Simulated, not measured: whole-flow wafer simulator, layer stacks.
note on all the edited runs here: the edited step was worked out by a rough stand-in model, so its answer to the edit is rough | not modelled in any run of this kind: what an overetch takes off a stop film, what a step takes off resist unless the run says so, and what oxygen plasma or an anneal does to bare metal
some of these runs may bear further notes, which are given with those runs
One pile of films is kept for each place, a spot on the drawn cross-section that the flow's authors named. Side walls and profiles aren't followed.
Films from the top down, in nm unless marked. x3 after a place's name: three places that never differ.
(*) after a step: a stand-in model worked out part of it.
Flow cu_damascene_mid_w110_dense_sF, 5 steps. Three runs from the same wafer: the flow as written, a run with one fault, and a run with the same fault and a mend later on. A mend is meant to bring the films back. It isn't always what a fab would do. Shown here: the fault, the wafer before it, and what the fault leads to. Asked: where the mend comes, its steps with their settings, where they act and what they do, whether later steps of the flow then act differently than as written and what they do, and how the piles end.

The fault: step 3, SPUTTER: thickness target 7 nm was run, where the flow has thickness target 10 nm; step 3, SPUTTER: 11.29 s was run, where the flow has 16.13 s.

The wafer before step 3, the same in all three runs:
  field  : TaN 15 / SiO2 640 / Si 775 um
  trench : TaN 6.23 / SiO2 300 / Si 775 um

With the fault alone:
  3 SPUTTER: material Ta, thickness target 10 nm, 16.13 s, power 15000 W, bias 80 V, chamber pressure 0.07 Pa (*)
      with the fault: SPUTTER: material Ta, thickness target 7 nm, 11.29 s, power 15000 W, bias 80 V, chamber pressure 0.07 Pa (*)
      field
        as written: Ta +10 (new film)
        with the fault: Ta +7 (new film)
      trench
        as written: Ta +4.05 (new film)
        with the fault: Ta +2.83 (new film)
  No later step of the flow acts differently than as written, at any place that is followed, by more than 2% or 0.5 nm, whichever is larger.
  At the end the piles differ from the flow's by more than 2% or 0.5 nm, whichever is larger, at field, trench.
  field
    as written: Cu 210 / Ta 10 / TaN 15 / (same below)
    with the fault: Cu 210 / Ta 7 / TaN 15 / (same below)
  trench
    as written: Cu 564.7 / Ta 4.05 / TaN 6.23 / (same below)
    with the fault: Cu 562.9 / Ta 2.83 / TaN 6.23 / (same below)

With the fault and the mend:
  The mend comes after step 3.
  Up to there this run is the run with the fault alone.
  3a SPUTTER: material Ta, thickness target 3 nm, 4.839 s, power 15000 W, bias 80 V, chamber pressure 0.07 Pa (*) (the flow's step 3 once more, with other settings)
      field
        Ta +3
      trench
        Ta +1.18
  No later step of the flow acts differently than as written, at any place that is followed, by more than 2% or 0.5 nm, whichever is larger.
  At the end the piles differ from the flow's only slightly at the places that both follow, by at most 2% or 0.5 nm, whichever is larger.
